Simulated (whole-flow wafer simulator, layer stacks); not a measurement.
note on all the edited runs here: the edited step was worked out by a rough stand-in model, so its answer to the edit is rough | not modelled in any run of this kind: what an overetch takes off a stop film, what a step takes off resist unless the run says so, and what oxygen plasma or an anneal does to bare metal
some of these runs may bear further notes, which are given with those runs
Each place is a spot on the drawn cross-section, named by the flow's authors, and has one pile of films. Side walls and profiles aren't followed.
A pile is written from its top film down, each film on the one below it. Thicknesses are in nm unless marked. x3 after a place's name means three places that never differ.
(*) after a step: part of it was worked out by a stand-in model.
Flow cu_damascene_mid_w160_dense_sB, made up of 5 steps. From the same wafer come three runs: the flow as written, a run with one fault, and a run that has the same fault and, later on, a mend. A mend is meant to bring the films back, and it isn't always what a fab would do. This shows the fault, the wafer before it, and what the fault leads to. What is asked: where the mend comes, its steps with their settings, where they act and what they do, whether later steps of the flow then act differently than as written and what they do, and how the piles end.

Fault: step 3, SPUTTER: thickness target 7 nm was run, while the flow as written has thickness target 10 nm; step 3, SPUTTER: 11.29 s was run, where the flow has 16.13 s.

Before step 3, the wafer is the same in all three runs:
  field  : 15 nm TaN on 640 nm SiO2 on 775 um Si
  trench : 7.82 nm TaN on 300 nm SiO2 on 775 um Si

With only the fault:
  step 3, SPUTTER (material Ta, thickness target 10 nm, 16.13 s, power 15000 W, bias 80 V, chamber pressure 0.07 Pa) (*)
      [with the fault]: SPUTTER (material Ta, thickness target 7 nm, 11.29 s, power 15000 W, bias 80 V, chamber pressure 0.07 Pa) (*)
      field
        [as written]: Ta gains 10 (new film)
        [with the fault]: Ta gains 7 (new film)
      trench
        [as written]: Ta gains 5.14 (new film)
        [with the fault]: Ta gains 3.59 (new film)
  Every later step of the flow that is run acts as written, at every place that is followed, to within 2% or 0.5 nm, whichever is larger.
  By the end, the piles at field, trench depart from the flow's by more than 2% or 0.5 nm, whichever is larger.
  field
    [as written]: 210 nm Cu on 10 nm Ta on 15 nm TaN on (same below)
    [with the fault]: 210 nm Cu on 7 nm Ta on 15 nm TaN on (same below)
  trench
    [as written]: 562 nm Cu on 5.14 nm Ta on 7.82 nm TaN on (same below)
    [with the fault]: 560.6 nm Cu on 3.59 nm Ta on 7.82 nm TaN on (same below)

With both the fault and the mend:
  The mend stands after step 3.
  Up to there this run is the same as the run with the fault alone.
  step 3a, SPUTTER (material Ta, thickness target 3 nm, 4.839 s, power 15000 W, bias 80 V, chamber pressure 0.07 Pa) (*) (a further turn of the flow's step 3, with different settings)
      field
        Ta gains 3
      trench
        Ta gains 1.51
  Every later step of the flow that is run acts as written, at every place that is followed, to within 2% or 0.5 nm, whichever is larger.
  At the end the piles are close to the flow's at the places that both follow, differing by at most 2% or 0.5 nm, whichever is larger.
